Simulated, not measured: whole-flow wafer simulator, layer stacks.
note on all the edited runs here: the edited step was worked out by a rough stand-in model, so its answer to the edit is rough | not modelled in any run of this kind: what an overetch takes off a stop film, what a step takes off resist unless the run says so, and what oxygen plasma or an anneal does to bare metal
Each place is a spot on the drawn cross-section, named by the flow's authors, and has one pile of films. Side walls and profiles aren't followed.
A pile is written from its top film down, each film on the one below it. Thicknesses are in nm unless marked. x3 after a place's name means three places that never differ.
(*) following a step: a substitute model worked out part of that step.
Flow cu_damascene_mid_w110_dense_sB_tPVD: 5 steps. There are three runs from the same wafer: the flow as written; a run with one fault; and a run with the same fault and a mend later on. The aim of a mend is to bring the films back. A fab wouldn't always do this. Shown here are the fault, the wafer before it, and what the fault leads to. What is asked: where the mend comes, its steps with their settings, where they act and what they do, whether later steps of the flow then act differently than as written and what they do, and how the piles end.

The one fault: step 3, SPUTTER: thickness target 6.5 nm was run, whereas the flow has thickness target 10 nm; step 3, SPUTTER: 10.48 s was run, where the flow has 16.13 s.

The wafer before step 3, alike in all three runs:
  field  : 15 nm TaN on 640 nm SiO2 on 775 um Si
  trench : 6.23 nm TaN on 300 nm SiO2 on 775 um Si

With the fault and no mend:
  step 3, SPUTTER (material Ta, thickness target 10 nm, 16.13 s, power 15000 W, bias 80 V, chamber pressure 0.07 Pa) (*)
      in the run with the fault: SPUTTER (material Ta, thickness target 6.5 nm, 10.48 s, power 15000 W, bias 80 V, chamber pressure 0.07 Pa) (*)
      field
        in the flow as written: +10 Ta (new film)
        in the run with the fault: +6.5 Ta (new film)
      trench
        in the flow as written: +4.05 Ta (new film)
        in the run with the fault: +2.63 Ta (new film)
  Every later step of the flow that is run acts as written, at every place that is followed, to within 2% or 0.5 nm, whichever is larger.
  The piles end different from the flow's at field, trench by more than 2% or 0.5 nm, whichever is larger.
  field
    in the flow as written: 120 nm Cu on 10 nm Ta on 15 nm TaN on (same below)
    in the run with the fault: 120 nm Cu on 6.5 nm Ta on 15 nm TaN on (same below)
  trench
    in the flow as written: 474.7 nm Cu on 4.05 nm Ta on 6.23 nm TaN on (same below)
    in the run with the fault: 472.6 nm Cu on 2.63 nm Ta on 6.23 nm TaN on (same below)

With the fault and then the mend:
  After step 3 comes the mend.
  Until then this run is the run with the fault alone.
  step 3a, SPUTTER (material Ta, thickness target 3.5 nm, 5.646 s, power 15000 W, bias 80 V, chamber pressure 0.07 Pa) (*) (the flow's step 3, run once more with other settings)
      field
        +3.5 Ta
      trench
        +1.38 Ta
  Every later step of the flow that is run acts as written, at every place that is followed, to within 2% or 0.5 nm, whichever is larger.
  The piles end only slightly different from the flow's at the places that both follow, by no more than 2% or 0.5 nm, whichever is larger.
